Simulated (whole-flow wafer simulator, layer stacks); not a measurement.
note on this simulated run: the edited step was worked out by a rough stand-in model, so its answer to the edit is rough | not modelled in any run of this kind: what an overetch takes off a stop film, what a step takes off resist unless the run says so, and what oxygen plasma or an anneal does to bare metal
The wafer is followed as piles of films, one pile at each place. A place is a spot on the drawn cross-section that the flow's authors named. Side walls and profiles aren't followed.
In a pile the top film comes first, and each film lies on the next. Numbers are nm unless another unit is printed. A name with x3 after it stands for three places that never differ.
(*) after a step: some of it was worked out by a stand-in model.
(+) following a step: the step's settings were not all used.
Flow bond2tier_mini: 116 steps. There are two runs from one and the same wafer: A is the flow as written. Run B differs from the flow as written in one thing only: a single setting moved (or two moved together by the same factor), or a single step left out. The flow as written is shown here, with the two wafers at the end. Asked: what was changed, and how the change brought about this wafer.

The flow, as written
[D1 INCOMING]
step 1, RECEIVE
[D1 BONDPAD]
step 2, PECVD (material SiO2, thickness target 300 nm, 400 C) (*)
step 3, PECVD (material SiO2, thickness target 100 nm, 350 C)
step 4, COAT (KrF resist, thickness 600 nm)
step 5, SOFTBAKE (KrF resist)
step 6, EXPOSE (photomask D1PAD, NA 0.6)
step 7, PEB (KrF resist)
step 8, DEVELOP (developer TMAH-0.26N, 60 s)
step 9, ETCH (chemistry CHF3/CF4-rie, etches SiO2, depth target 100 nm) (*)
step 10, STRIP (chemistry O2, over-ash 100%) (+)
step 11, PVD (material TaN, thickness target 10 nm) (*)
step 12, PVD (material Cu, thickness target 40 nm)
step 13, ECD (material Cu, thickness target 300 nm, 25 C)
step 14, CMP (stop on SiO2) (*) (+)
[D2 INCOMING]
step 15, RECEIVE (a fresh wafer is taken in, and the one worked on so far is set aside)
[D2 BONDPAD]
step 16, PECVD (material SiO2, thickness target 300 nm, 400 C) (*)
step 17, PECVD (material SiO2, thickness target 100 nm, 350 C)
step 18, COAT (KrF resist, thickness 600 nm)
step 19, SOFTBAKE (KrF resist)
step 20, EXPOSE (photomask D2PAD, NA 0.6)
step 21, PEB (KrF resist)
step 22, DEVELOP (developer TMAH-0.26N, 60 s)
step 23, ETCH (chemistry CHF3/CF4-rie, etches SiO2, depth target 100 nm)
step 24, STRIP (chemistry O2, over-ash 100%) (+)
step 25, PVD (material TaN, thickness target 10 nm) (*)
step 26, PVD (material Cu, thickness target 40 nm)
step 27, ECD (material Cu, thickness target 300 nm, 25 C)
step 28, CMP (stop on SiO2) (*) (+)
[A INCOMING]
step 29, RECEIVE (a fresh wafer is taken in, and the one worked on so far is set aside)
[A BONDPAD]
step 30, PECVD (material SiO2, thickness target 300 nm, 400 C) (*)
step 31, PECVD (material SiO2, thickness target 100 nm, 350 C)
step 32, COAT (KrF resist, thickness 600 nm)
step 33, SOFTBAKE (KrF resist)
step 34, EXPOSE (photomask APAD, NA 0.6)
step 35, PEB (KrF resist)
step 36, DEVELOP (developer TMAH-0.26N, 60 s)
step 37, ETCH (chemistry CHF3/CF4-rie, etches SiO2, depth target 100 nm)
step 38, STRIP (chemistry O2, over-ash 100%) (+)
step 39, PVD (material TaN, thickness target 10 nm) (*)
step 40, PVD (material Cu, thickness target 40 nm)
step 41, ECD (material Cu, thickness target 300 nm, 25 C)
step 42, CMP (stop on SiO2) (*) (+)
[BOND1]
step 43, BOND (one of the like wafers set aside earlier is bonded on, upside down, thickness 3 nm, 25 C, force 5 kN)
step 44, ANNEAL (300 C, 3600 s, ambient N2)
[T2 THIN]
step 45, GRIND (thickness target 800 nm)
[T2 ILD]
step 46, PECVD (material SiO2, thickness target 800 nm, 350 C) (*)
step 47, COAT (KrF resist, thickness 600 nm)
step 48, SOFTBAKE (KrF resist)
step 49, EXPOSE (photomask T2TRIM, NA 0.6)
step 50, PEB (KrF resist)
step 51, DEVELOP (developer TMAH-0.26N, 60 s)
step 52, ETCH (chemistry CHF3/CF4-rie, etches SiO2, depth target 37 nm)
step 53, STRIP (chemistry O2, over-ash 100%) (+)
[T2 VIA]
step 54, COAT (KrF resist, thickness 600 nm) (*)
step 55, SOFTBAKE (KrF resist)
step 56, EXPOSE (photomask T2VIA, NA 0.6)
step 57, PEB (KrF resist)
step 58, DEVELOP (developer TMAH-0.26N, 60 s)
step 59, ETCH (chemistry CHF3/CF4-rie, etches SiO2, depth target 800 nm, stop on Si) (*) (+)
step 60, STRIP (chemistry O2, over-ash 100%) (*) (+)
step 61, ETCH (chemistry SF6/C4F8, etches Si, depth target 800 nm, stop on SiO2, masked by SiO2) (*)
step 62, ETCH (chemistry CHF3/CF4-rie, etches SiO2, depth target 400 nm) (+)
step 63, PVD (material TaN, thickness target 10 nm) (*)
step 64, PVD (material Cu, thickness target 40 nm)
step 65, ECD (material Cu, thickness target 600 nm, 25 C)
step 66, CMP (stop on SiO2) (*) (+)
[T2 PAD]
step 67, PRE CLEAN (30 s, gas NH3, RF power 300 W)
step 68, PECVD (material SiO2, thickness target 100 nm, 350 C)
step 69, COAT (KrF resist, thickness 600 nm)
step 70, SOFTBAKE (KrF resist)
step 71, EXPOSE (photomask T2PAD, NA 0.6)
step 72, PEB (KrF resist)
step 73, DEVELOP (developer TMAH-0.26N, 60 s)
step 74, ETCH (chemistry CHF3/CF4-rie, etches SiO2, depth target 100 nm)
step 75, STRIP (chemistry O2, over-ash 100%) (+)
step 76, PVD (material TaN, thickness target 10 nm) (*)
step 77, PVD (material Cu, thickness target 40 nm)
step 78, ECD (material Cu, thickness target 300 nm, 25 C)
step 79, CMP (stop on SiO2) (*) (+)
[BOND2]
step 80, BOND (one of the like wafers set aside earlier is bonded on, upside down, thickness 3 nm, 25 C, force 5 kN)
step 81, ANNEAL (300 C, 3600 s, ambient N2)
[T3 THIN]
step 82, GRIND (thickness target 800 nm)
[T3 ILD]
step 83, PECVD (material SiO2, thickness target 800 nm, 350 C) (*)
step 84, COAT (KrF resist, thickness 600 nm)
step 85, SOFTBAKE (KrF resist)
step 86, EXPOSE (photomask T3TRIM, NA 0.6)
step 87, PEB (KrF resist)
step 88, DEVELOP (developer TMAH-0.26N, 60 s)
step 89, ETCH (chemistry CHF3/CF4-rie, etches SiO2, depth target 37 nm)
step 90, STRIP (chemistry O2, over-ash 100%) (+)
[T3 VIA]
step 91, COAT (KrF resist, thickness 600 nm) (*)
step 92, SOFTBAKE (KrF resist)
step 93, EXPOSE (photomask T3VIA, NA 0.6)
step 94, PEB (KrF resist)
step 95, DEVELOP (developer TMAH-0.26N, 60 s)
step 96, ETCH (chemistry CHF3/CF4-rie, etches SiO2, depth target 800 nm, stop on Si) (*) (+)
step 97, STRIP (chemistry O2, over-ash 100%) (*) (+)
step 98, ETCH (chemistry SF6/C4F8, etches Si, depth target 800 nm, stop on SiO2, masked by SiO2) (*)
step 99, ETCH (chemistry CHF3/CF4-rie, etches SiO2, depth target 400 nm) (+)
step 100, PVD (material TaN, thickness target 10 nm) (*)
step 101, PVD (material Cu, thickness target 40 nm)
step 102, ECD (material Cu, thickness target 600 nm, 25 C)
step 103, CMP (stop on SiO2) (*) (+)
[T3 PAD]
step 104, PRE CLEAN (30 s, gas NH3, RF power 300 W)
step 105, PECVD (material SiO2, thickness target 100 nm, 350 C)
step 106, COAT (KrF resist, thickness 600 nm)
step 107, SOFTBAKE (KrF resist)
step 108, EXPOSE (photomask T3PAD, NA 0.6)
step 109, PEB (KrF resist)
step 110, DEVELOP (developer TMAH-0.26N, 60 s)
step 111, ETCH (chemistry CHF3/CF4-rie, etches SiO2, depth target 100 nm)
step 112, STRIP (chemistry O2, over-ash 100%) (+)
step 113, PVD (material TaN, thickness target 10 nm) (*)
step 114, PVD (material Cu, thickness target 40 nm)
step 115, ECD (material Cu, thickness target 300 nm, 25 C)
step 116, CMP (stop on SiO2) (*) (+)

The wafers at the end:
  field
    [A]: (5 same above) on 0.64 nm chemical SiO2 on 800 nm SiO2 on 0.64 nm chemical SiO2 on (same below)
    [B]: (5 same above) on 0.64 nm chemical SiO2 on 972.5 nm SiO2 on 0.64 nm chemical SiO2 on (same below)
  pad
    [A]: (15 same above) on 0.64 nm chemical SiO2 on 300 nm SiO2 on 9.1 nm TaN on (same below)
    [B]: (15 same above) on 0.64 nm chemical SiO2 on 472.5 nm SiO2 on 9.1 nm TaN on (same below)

Cause: step 2, PECVD: thickness target 472.5 nm was run, while the flow as written has thickness target 300 nm.
The wafer itself shows it: pad has SiO2 472.5, and step 2 as written asks for 300 nm.

How this came from the change, step by step:
  step 2, PECVD (material SiO2, thickness target 300 nm, 400 C) (*)
      field, pad, via: A SiO2 gains 300 (new film) | B SiO2 gains 472.5 (new film)
  step 43, BOND (one of the like wafers set aside earlier is bonded on, upside down, thickness 3 nm, 25 C, force 5 kN)
      field: A Si gains 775 um (new film), chemical SiO2 gains 0.64 (new film), SiO2 gains 400 | B Si gains 775 um (new film), chemical SiO2 gains 0.64 (new film), SiO2 gains 572.5
      pad: A Si gains 775 um (new film), chemical SiO2 gains 0.64 (new film), SiO2 gains 300 (new film), TaN gains 9.1 (new film), Cu gains 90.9 | B Si gains 775 um (new film), chemical SiO2 gains 0.64 (new film), SiO2 gains 472.5 (new film), TaN gains 9.1 (new film), Cu gains 90.9
      (and at 1 other place as well)
